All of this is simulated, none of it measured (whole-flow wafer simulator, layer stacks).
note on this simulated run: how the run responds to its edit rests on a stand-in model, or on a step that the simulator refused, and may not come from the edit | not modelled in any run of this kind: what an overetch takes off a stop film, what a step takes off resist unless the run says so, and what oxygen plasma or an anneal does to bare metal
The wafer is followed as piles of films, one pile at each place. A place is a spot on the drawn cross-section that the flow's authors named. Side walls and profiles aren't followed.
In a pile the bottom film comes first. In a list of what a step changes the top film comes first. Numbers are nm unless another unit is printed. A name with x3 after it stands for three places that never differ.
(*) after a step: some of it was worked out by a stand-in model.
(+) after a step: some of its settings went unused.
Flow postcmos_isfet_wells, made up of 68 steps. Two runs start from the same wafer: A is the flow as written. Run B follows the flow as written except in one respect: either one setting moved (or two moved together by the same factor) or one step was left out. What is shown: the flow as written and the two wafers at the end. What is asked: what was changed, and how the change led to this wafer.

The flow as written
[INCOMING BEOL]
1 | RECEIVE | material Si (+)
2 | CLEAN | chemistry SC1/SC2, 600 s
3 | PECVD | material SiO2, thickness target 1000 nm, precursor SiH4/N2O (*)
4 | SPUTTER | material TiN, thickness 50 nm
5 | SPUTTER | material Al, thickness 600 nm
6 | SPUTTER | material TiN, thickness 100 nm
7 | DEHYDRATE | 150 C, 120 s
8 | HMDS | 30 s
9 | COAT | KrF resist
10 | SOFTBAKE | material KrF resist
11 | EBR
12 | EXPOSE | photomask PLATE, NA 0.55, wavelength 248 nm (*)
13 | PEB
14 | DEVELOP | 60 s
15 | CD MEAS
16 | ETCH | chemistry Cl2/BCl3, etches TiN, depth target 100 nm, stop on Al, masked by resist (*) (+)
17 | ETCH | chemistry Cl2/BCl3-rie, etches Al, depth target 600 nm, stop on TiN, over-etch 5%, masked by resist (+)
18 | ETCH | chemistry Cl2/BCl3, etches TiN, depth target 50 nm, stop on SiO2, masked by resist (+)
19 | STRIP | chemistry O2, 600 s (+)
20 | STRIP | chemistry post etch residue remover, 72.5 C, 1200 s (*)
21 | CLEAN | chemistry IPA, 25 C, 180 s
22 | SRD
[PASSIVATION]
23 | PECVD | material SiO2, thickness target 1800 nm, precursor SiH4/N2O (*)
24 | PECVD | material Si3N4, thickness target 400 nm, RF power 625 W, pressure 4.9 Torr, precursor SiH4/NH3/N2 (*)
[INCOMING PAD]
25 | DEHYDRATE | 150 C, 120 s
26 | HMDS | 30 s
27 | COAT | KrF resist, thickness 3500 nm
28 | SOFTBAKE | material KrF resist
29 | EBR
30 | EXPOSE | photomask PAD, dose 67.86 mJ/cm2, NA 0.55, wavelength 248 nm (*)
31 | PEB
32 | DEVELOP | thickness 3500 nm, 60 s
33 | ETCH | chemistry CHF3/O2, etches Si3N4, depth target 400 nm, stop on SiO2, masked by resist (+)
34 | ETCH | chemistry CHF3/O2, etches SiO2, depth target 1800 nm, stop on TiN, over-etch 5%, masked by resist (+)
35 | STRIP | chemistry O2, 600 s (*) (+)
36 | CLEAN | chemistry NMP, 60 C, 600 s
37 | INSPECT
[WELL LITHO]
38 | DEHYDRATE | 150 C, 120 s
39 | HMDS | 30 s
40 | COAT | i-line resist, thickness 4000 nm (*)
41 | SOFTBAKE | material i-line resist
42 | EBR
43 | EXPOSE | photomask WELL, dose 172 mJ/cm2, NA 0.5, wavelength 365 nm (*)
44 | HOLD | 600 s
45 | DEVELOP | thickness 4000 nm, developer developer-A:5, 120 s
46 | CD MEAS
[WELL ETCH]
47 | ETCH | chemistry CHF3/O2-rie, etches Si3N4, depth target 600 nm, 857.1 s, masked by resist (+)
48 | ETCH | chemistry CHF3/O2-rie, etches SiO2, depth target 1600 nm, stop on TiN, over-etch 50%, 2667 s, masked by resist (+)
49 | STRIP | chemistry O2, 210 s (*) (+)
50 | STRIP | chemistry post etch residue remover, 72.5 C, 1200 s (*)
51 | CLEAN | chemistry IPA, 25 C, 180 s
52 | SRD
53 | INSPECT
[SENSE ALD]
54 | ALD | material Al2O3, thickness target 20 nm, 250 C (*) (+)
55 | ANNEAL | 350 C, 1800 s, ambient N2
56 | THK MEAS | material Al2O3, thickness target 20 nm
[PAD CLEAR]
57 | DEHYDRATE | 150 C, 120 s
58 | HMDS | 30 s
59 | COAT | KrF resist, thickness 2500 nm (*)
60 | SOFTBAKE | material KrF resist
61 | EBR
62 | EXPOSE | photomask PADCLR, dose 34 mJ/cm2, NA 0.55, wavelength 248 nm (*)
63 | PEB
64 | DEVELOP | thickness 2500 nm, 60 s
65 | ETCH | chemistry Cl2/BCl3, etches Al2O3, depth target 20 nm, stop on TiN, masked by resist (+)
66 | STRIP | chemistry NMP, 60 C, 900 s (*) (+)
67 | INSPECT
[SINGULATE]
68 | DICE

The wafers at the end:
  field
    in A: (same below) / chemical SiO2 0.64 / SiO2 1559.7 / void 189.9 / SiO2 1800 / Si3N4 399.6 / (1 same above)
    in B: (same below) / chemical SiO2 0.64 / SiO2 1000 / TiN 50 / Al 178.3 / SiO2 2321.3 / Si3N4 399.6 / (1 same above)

The reason: step 17, ETCH: depth target 366 nm was run, while the flow as written has depth target 600 nm.

Step by step, how the change led to this:
  17 | ETCH | chemistry Cl2/BCl3-rie, etches Al, depth target 600 nm, stop on TiN, over-etch 5%, masked by resist (+)
      field: A Al loses 600 (all of it) | B Al loses 366
      margin, well900, well1300 x3, pad_rim, pad_clr, pad_open: A KrF resist loses 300 | B KrF resist loses 183
  18 | ETCH | chemistry Cl2/BCl3, etches TiN, depth target 50 nm, stop on SiO2, masked by resist (+)
      field: A TiN loses 50 (all of it) | B Al loses 50
  19 | STRIP | chemistry O2, 600 s (+)
      margin, well900, well1300 x3, pad_rim, pad_clr, pad_open: A KrF resist loses 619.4 (all of it) | B KrF resist loses 736.4 (all of it)
  20 | STRIP | chemistry post etch residue remover, 72.5 C, 1200 s (*)
      field: A nothing | B Al loses 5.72
  23 | PECVD | material SiO2, thickness target 1800 nm, precursor SiH4/N2O (*)
      field: A SiO2 gains 1800 (new film), void gains 189.9 (new film), SiO2 gains 559.7 | B SiO2 gains 2321.3 (new film)
Taking metal films that touch as one body, field has 1 body; the flow as written gives 0 bodies.
